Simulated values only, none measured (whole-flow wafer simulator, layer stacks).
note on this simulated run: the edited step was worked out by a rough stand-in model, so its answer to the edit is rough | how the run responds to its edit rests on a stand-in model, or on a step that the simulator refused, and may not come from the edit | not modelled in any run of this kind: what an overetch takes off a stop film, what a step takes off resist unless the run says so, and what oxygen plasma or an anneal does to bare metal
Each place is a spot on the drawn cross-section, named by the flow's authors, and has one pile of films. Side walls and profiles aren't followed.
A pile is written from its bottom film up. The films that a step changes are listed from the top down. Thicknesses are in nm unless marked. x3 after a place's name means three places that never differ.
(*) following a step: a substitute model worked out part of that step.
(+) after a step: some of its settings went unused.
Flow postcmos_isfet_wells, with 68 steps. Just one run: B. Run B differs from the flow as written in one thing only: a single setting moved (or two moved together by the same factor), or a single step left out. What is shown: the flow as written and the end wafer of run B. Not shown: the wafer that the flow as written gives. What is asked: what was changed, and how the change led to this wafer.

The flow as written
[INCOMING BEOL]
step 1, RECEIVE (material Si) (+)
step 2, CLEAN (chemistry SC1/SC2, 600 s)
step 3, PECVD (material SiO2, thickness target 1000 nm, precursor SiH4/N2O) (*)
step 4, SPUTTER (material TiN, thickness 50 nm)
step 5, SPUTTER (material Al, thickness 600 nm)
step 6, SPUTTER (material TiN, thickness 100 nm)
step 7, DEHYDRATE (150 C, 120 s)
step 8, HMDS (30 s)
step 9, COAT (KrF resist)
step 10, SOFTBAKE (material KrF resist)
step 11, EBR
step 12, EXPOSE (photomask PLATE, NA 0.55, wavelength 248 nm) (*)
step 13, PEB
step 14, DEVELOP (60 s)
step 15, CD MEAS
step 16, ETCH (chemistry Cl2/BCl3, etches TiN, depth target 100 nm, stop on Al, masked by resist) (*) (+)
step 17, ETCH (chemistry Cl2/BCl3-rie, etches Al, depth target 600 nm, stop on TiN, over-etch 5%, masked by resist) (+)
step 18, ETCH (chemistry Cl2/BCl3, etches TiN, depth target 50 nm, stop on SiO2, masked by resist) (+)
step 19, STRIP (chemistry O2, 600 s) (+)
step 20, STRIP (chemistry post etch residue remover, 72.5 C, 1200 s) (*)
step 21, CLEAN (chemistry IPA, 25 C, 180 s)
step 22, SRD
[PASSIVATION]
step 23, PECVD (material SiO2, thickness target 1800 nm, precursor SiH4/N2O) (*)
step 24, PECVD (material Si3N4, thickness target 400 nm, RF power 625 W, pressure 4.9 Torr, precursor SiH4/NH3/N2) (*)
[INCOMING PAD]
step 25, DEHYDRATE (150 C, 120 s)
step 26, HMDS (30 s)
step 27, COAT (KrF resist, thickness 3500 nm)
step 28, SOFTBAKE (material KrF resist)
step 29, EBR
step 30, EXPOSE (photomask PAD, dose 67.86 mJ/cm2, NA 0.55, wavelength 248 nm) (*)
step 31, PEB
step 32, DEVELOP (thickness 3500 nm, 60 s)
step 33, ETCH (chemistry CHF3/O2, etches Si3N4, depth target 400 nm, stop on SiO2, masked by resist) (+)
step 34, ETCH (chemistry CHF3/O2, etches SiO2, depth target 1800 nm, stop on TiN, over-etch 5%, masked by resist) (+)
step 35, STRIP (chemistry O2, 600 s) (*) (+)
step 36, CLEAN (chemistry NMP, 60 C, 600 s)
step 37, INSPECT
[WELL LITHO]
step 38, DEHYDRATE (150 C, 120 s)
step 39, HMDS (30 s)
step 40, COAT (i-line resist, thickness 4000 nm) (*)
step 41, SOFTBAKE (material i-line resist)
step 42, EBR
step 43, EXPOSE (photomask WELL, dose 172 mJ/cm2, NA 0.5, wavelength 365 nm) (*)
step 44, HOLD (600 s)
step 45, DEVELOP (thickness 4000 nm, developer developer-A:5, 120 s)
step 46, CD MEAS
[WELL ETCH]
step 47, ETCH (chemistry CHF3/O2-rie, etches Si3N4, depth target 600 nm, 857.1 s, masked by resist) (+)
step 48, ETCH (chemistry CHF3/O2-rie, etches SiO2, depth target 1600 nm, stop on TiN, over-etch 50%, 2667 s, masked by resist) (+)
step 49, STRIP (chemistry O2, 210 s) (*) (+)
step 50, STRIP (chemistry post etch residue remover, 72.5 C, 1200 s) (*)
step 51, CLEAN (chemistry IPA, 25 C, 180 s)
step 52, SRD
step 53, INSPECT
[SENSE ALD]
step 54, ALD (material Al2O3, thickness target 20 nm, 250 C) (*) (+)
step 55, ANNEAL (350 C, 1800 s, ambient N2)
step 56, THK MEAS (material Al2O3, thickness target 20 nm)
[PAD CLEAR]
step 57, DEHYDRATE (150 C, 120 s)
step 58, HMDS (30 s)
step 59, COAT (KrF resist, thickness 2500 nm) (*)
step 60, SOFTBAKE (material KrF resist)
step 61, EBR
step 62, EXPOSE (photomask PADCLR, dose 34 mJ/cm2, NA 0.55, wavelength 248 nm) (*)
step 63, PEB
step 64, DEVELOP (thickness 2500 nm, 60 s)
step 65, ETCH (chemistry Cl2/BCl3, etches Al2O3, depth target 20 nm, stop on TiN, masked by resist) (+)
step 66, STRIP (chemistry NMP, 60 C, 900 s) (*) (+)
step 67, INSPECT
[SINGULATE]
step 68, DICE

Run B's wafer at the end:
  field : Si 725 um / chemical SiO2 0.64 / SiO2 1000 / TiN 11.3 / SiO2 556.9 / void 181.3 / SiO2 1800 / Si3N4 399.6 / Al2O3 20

Cause: step 16, ETCH: depth target 82.5 nm was run, whereas the flow has depth target 100 nm.

Step by step, how the change led to this:
  step 16, ETCH (chemistry Cl2/BCl3, etches TiN, depth target 100 nm, stop on Al, masked by resist) (*) (+)
      field: -82.5 TiN (it would be, as written: -100 TiN (all of it))
      margin, well900, well1300 x3, pad_rim, pad_clr, pad_open: -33 KrF resist (it would be, as written: -40 KrF resist)
  step 17, ETCH (chemistry Cl2/BCl3-rie, etches Al, depth target 600 nm, stop on TiN, over-etch 5%, masked by resist) (+)
      field: -17.5 TiN (all of it), -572 Al (it would be, as written: -600 Al (all of it))
  step 18, ETCH (chemistry Cl2/BCl3, etches TiN, depth target 50 nm, stop on SiO2, masked by resist) (+)
      field: -28 Al (all of it), -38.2 TiN (it would be, as written: -50 TiN (all of it))
  step 23, PECVD (material SiO2, thickness target 1800 nm, precursor SiH4/N2O) (*)
      field: +1800 SiO2 (new film), +181.3 void (new film), +556.9 SiO2 (new film) (it would be, as written: +1800 SiO2 (new film), +189.9 void (new film), +559.7 SiO2)
With metal films that touch counted as one body, field has 1 body; the flow as written gives 0 bodies.
